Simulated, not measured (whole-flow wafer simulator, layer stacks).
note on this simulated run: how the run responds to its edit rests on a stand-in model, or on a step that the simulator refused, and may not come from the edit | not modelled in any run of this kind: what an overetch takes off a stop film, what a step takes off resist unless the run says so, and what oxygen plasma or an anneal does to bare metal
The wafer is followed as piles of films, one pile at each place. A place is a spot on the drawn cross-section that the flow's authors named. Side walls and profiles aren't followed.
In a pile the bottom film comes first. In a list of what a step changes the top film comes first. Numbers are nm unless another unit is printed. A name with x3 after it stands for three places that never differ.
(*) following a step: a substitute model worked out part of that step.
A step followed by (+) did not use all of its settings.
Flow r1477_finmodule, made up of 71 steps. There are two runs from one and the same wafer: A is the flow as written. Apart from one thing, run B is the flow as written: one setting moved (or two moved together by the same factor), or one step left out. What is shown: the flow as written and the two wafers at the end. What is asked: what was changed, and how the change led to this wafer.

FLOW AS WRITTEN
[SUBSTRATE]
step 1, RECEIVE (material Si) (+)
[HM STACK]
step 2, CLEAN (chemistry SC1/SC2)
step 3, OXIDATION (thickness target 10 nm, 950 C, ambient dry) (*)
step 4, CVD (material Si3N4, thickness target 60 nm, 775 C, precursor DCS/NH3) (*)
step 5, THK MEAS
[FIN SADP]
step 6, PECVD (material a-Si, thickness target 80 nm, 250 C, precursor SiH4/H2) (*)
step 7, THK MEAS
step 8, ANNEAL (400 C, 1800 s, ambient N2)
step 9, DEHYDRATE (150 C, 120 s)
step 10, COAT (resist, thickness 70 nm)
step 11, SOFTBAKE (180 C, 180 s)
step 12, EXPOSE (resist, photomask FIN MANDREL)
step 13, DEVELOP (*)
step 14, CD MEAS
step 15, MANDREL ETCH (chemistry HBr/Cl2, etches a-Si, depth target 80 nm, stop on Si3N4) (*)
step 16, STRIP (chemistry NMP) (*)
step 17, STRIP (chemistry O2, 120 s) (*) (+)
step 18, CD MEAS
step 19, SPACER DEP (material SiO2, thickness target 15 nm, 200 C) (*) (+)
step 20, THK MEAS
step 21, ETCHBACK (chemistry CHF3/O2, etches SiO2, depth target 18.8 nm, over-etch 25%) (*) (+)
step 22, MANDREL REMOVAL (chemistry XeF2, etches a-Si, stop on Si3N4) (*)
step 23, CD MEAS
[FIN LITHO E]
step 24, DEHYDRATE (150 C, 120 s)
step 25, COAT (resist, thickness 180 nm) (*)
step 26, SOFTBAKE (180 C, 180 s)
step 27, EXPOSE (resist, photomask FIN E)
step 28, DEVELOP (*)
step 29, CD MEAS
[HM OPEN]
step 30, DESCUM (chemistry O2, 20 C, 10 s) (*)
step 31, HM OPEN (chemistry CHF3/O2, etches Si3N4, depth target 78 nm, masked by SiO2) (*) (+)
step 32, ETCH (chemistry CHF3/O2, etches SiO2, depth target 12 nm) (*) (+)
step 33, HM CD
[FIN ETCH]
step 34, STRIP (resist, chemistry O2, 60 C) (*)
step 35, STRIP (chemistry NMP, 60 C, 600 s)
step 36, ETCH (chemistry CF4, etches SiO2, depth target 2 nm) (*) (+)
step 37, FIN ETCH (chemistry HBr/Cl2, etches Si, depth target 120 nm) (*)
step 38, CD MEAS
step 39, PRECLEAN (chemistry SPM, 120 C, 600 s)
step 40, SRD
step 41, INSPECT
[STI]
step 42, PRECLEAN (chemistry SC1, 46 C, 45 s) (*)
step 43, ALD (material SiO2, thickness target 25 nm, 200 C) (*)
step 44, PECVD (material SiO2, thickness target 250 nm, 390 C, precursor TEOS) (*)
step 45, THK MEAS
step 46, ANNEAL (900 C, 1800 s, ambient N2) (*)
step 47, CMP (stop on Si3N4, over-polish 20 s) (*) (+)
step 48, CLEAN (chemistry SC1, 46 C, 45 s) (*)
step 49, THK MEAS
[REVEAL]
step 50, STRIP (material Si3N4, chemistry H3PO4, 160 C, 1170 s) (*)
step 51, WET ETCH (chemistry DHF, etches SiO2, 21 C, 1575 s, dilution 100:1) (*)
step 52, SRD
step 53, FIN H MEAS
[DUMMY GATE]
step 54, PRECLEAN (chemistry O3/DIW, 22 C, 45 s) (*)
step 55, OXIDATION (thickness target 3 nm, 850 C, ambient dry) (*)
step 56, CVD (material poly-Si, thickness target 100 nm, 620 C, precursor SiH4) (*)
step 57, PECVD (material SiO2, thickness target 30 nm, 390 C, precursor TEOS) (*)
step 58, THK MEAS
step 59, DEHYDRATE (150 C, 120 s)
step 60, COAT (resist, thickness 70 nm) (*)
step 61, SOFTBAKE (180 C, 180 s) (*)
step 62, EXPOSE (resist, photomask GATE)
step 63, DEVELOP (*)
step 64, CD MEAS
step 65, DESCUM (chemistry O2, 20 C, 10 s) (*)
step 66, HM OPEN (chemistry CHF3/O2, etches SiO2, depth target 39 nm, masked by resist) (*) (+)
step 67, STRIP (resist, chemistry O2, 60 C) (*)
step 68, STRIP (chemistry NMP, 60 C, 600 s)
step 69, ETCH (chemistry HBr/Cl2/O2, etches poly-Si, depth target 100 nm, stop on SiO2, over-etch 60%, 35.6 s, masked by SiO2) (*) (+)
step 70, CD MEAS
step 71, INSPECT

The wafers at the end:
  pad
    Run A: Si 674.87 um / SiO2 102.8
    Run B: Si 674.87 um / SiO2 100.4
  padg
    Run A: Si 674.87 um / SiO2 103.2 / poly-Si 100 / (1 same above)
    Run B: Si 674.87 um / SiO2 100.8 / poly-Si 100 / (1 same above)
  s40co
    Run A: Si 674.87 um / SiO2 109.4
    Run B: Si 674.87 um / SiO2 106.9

The reason: step 32, ETCH: chemistry CHF3/O2, etches SiO2, depth target 12 nm (*) (+), was skipped.

The path from the change to this, step by step:
  step 34, STRIP (resist, chemistry O2, 60 C) (*)
      s40cg, s45cg, s50cg, s40co, s45co, s50co: A chemical SiO2 gains 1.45 (new film), Si loses 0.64 | B nothing
      elg, e40lg, e100lg, e200lg, elo, e40lo, e100lo, e200lo: A resist loses 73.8 (all of it) | B resist loses 85.3 (all of it)
  step 36, ETCH (chemistry CF4, etches SiO2, depth target 2 nm) (*) (+)
      s40cg, s45cg, s50cg, s40co, s45co, s50co: A chemical SiO2 loses 1.45 (all of it), Si loses 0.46 | B SiO2 loses 1 (all of it), Si loses 0.83
  step 43, ALD (material SiO2, thickness target 25 nm, 200 C) (*)
      s40cg, s45cg, s50cg, s40co, s45co, s50co: A SiO2 gains 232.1 (new film) | B SiO2 gains 241.6 (new film)
  step 47, CMP (stop on Si3N4, over-polish 20 s) (*) (+)
      pad, padg, e40sg and 11 more: A SiO2 loses 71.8 | B SiO2 loses 74.2
      s40cg, s45cg, s50cg, s40co, s45co, s50co: A SiO2 loses 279 | B SiO2 loses 291
      (also at 7 further places)
